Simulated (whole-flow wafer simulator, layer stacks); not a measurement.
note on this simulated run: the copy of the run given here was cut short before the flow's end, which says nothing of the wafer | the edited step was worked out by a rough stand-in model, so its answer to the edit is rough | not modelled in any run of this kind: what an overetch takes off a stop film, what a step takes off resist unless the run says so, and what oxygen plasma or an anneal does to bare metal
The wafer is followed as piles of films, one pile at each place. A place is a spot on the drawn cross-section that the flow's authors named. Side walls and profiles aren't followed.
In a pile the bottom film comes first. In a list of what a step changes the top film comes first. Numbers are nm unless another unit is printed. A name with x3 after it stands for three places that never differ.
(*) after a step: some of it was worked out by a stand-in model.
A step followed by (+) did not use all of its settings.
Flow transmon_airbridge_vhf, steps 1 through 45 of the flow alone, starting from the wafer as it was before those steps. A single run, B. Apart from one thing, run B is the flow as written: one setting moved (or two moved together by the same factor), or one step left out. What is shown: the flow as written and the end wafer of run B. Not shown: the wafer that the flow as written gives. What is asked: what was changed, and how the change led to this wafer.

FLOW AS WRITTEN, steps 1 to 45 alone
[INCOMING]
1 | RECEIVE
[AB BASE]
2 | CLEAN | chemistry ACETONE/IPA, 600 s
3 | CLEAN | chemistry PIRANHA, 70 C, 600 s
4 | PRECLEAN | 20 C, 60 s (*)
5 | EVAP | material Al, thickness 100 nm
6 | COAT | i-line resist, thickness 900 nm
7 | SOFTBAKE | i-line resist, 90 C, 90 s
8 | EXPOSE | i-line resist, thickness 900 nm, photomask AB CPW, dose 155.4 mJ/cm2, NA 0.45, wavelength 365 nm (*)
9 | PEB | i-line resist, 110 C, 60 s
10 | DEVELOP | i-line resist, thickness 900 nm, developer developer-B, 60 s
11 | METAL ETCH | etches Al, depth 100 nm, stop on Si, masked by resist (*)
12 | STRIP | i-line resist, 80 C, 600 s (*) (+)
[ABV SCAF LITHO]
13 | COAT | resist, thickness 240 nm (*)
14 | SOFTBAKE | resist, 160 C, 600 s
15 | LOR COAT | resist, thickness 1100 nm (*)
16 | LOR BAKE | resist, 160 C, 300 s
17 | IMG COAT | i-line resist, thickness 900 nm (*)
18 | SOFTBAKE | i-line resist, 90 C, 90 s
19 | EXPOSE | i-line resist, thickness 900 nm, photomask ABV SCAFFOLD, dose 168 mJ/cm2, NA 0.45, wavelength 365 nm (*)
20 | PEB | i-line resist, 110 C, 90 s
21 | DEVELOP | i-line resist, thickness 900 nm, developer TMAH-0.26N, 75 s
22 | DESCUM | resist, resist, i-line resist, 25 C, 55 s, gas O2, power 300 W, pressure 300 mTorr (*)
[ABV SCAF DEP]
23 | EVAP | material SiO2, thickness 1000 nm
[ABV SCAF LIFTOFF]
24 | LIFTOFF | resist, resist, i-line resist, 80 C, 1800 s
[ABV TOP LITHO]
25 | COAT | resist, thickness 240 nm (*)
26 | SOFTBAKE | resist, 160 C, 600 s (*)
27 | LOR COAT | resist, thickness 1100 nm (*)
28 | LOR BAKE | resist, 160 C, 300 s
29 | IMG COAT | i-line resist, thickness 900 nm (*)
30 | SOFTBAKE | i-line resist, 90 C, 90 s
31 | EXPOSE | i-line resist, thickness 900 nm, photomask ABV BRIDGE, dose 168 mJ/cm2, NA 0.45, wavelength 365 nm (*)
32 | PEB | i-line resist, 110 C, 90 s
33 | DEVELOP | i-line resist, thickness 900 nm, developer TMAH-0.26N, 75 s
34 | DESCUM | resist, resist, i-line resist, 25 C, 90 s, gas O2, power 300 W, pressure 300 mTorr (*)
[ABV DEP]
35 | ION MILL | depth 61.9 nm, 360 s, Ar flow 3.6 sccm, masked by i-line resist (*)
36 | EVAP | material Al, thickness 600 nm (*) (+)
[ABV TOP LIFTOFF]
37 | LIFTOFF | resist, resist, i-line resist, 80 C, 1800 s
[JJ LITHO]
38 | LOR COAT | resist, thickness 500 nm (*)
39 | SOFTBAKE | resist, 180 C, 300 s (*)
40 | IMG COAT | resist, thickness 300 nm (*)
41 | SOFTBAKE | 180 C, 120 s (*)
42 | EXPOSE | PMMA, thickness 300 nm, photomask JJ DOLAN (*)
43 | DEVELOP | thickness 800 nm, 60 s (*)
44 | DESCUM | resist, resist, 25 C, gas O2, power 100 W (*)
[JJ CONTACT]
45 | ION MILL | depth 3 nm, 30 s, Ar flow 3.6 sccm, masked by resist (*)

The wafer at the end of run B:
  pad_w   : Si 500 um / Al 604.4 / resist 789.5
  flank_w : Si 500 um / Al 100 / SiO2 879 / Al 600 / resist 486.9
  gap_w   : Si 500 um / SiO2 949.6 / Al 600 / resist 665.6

The reason: step 35, ION MILL: 504 s was run, while the flow as written has 360 s.

Step by step, how the change led to this:
  35 | ION MILL | depth 61.9 nm, 360 s, Ar flow 3.6 sccm, masked by i-line resist (*)
      field x3, jj_line, ground_far, trace_open_s x2, margin_s, margin_n: -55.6 i-line resist (in the flow as written it would be: -39.7 i-line resist)
      flank_w, gap_w, cpw_trace, gap_e, flank_e, bridge_strip: -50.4 SiO2 (in the flow as written it would be: -36 SiO2)
      (and at 2 other places as well)
  37 | LIFTOFF | resist, resist, i-line resist, 80 C, 1800 s
      field x3, jj_line, trace_open_s x2: -600 Al (all of it), -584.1 i-line resist (all of it), -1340 resist (all of it) (in the flow as written it would be: -600 Al (all of it), -600 i-line resist (all of it), -1340 resist (all of it))
      margin_s, margin_n: -600 Al (all of it), -302.4 i-line resist (all of it), -992 resist (all of it) (in the flow as written it would be: -600 Al (all of it), -318.3 i-line resist (all of it), -992 resist (all of it))
      (and at 1 other place as well)
